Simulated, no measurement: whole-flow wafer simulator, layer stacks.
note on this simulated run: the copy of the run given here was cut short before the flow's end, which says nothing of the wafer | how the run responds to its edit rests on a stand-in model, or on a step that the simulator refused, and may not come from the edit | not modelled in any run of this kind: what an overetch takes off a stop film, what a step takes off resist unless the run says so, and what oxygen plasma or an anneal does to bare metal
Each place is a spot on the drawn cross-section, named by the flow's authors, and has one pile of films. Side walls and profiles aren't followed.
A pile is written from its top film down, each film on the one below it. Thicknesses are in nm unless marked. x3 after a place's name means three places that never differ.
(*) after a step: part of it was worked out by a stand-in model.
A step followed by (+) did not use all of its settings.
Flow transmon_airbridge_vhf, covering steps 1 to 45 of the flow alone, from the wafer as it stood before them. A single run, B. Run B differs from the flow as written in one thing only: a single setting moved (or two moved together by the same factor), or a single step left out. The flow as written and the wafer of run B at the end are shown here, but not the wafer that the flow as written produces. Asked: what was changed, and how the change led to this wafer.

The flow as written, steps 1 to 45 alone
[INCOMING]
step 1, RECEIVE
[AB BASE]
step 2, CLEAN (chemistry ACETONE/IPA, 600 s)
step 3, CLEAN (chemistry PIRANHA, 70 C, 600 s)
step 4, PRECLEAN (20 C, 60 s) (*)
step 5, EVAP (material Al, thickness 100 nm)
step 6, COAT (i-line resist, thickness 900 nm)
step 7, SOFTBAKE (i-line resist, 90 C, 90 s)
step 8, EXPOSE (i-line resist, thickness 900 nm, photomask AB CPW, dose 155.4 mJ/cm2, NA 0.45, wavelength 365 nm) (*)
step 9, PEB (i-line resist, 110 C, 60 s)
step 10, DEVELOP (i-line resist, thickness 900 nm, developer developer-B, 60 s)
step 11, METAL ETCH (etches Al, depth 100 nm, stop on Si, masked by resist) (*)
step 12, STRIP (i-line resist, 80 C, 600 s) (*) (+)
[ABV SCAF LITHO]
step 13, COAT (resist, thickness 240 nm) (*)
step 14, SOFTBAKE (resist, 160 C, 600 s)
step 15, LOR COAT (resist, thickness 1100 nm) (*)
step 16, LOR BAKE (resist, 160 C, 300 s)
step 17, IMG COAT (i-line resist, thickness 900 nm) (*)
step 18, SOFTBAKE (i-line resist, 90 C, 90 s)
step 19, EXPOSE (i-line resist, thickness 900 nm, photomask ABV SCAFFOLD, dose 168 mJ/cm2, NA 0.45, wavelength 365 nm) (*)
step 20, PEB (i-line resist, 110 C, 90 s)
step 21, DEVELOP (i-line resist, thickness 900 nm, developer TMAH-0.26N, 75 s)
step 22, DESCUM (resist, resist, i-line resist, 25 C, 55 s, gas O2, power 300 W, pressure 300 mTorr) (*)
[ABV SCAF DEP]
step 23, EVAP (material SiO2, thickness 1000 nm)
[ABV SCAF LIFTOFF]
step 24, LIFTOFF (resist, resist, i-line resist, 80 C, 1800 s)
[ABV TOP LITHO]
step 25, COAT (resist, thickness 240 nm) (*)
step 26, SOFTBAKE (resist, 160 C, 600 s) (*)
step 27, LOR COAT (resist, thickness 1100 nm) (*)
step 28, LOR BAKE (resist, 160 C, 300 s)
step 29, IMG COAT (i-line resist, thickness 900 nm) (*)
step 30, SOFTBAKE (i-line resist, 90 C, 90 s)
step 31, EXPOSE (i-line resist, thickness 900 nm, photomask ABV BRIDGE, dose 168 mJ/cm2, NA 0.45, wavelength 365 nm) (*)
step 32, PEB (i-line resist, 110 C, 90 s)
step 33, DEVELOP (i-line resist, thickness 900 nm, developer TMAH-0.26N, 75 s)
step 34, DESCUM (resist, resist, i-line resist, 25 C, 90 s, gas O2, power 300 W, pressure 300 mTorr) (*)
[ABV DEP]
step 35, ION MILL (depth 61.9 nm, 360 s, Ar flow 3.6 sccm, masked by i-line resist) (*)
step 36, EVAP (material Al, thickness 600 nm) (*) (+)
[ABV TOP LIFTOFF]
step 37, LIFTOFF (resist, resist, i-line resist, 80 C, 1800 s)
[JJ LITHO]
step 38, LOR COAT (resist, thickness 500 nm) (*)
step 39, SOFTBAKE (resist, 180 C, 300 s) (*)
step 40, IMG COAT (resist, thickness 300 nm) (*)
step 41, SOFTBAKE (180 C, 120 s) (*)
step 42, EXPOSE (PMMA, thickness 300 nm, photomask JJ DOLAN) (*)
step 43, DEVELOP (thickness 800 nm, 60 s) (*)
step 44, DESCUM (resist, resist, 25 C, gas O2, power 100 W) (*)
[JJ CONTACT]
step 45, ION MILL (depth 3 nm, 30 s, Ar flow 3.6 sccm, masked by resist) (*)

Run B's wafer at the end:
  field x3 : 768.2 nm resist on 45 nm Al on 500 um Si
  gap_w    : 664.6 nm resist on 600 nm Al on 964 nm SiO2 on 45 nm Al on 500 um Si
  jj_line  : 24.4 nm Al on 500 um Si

The reason: step 5, EVAP: thickness 145 nm was run, whereas the flow has thickness 100 nm.

The path from the change to this, step by step:
  step 5, EVAP (material Al, thickness 100 nm)
      field x3, jj_line, ground_far and 12 more: +145 Al (new film) (as written it would have been: +100 Al (new film))
  step 11, METAL ETCH (etches Al, depth 100 nm, stop on Si, masked by resist) (*)
      field x3, jj_line, gap_w, gap_e: -100 Al (as written it would have been: -100 Al (all of it))
  step 45, ION MILL (depth 3 nm, 30 s, Ar flow 3.6 sccm, masked by resist) (*)
      jj_line: -20.6 Al (as written it would have been: -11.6 Si)
Taking metal films that touch as one body, field x3 has 1 body; the flow as written gives 0 bodies.
Taking metal films that touch as one body, gap_w has 2 bodies (between them, from the top down: SiO2 964); the flow as written gives 1 body.
Taking metal films that touch as one body, jj_line has 1 body; the flow as written gives 0 bodies.
